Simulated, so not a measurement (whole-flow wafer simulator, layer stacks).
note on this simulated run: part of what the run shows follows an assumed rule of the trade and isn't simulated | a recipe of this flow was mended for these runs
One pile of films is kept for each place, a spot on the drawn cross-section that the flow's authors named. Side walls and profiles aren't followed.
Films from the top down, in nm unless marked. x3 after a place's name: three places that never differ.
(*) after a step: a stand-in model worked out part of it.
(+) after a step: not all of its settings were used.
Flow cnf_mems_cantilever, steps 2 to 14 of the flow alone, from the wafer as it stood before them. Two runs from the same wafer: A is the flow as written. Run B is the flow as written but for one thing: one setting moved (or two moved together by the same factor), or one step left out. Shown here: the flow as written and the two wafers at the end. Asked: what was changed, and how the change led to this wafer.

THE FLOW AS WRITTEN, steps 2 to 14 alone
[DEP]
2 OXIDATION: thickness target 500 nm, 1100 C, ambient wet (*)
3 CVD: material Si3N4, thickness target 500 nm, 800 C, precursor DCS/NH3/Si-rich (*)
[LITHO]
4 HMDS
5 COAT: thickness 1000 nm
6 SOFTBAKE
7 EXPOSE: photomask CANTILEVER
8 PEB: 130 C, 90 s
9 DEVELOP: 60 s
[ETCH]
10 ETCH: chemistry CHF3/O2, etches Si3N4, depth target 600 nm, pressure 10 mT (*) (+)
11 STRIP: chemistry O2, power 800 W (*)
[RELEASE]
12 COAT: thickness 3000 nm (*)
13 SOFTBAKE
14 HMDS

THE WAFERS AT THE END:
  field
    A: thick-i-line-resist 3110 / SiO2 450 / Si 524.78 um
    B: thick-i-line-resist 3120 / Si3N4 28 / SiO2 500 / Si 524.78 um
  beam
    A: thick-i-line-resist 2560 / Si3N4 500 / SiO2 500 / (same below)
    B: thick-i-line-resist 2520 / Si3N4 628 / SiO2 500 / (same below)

The cause: step 3, CVD: thickness target 628 nm was run, where the flow has thickness target 500 nm.
It can be read off the wafer: beam has Si3N4 628, and step 3 as written asks for 500 nm.

How the change led to this, step by step:
  3 CVD: material Si3N4, thickness target 500 nm, 800 C, precursor DCS/NH3/Si-rich (*)
      field, beam: A Si3N4 +500 (new film) | B Si3N4 +628 (new film)
  10 ETCH: chemistry CHF3/O2, etches Si3N4, depth target 600 nm, pressure 10 mT (*) (+)
      field: A Si3N4 -500 (all of it), SiO2 -50 | B Si3N4 -600
  13 SOFTBAKE
      field: A thick-i-line-resist +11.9 | B thick-i-line-resist +13.2
      beam: A thick-i-line-resist -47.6 | B thick-i-line-resist -52.8
